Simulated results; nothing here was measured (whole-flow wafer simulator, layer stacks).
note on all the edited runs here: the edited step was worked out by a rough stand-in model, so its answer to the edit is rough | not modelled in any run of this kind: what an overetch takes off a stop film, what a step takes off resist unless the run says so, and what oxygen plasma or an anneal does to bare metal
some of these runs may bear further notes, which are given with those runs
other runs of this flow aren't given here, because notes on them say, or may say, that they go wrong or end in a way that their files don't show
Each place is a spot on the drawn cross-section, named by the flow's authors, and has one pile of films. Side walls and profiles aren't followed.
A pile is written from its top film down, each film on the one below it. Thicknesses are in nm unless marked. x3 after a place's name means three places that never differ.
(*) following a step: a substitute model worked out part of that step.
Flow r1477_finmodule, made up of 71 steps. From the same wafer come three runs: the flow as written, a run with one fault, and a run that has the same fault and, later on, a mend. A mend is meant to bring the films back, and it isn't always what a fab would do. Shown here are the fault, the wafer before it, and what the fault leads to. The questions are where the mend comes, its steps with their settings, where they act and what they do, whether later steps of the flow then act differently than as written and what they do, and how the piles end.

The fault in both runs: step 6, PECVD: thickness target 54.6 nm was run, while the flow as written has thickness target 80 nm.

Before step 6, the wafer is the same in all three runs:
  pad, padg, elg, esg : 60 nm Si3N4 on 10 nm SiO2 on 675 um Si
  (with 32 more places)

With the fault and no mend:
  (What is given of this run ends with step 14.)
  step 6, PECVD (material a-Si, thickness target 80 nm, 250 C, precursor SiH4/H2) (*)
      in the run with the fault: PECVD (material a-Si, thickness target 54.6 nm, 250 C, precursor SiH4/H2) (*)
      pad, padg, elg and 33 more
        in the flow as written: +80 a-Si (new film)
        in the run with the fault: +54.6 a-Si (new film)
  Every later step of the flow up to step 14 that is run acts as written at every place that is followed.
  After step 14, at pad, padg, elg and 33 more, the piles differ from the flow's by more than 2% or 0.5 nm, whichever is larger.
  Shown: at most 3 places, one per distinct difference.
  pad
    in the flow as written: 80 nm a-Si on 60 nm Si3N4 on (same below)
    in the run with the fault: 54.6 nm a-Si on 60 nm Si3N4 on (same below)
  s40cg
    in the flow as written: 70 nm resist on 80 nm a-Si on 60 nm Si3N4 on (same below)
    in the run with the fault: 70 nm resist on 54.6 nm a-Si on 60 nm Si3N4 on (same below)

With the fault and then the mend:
  After step 7 comes the mend.
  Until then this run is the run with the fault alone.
  step 7a, ETCH (chemistry tmah, depth target 62.79 nm)
      pad, padg, elg and 33 more
        -54.6 a-Si (all of it)
  step 7b, PECVD (material a-Si, thickness target 80 nm, 250 C, precursor SiH4/H2) (*) (the flow's step 6 again)
      pad, padg, elg and 33 more
        +80 a-Si (new film)
  Every later step of the flow that is run acts as written at every place that is followed.
  By the end, the piles equal the flow's at every place that both follow.
